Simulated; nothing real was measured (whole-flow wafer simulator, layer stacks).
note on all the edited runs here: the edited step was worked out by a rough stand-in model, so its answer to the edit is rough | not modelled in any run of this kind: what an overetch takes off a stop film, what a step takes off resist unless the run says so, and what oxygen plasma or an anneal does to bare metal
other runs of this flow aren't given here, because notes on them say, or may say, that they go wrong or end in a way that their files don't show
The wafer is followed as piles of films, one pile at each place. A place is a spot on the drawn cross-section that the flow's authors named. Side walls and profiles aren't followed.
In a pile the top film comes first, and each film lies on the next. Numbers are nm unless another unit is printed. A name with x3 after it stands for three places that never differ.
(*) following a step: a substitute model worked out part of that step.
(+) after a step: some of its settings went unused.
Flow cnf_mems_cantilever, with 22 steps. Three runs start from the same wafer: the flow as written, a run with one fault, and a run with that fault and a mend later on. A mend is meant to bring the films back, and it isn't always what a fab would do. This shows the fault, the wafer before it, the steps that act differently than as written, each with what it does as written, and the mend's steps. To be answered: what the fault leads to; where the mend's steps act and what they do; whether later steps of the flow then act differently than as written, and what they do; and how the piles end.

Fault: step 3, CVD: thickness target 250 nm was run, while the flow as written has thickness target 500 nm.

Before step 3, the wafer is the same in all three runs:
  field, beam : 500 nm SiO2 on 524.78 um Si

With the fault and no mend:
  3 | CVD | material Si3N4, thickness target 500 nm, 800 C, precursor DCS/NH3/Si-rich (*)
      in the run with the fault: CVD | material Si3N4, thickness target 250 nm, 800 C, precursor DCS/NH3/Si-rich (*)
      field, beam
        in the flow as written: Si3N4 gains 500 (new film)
        in the run with the fault: Si3N4 gains 250 (new film)
  Later steps of the flow acting differently than as written:
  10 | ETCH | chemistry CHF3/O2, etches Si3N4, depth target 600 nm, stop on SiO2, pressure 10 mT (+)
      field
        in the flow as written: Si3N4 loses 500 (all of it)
        in the run with the fault: Si3N4 loses 250 (all of it)
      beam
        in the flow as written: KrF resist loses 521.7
        in the run with the fault: KrF resist loses 326.1
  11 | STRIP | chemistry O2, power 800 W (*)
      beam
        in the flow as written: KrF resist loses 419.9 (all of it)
        in the run with the fault: KrF resist loses 615.6 (all of it)
  The piles end different from the flow's at beam by more than 2% or 0.5 nm, whichever is larger.
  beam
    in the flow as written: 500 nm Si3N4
    in the run with the fault: 250 nm Si3N4

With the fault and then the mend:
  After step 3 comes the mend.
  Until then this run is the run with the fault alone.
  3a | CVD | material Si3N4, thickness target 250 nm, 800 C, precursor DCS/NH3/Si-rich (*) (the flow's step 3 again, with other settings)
      field, beam
        Si3N4 gains 250
  Every later step of the flow that is run acts as written at every place that is followed.
  By the end, the piles equal the flow's at every place that both follow.
